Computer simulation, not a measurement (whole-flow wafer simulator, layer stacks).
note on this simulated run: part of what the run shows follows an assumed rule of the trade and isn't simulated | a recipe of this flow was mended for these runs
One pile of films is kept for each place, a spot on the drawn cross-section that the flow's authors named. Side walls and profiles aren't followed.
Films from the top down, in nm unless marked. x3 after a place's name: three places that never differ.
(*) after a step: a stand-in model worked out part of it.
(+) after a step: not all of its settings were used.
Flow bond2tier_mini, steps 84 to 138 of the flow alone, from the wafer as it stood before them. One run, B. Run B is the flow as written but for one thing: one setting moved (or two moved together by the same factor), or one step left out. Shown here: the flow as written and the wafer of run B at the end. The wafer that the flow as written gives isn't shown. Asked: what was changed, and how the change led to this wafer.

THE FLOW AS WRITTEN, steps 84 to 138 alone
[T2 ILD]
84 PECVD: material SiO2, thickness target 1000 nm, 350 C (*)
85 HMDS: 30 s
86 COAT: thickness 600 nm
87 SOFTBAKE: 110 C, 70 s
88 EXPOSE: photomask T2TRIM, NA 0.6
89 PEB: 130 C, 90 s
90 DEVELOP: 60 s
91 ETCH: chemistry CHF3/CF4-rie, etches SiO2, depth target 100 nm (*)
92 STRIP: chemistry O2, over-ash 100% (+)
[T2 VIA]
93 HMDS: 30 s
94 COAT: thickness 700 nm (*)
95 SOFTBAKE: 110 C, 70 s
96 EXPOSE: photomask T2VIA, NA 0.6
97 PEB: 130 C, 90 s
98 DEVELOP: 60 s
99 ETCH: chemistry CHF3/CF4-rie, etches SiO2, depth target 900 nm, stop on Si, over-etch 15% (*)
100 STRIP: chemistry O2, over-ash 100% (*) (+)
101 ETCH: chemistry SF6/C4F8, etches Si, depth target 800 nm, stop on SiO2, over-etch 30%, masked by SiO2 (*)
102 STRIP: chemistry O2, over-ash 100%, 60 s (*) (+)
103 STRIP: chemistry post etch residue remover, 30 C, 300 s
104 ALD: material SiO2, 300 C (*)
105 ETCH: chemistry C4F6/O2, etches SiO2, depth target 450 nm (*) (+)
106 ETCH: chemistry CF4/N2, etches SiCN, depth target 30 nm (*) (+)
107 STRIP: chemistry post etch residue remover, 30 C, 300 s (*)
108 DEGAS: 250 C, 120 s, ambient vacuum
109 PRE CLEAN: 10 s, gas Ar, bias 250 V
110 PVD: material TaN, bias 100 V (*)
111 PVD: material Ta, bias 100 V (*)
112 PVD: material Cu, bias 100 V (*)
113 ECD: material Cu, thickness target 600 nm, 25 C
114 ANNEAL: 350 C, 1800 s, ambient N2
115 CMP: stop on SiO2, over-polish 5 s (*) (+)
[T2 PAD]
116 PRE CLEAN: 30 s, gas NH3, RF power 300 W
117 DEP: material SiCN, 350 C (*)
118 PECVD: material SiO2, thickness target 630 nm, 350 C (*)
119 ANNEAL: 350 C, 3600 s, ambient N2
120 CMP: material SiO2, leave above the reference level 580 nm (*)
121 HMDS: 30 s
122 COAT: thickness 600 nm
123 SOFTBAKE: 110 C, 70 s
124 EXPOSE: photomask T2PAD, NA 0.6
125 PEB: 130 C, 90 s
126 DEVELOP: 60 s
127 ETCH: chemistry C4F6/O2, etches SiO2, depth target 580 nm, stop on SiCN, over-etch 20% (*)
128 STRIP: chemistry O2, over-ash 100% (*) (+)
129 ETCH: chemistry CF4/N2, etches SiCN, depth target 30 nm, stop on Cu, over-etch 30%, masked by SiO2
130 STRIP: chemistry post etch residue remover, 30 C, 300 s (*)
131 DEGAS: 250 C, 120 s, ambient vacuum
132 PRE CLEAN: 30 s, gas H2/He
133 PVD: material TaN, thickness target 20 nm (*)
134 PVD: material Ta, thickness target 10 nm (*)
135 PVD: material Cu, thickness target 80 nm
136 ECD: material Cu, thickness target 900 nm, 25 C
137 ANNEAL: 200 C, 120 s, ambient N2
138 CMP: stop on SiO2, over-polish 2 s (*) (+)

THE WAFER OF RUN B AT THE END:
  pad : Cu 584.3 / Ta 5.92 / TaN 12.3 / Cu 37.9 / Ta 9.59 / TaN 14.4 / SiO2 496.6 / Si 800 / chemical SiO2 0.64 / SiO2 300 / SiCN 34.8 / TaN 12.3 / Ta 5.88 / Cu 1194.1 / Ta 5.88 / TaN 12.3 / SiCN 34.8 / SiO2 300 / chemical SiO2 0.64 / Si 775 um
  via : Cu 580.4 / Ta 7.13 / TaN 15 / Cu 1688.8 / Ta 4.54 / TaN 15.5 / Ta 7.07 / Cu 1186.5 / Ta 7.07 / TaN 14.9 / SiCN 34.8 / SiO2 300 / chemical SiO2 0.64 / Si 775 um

The cause: step 91, ETCH: depth target 70.1 nm was run, where the flow has depth target 100 nm.

How the change led to this, step by step:
  91 ETCH: chemistry CHF3/CF4-rie, etches SiO2, depth target 100 nm (*)
      pad, via: SiO2 -70.1 (as written it would be: SiO2 -100)
      field: thick-KrF-resist -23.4 (as written it would be: thick-KrF-resist -33.3)
  99 ETCH: chemistry CHF3/CF4-rie, etches SiO2, depth target 900 nm, stop on Si, over-etch 15% (*)
      via: SiO2 -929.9 (all of it), Si -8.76 (as written it would be: SiO2 -900 (all of it), Si -11.2)
  100 STRIP: chemistry O2, over-ash 100% (*) (+)
      field: thick-KrF-resist -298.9 (all of it) (as written it would be: thick-KrF-resist -286.6 (all of it))
      pad: thick-KrF-resist -360.1 (all of it) (as written it would be: thick-KrF-resist -372.9 (all of it))
  113 ECD: material Cu, thickness target 600 nm, 25 C
      pad: Cu +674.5 (as written it would be: Cu +706.1)
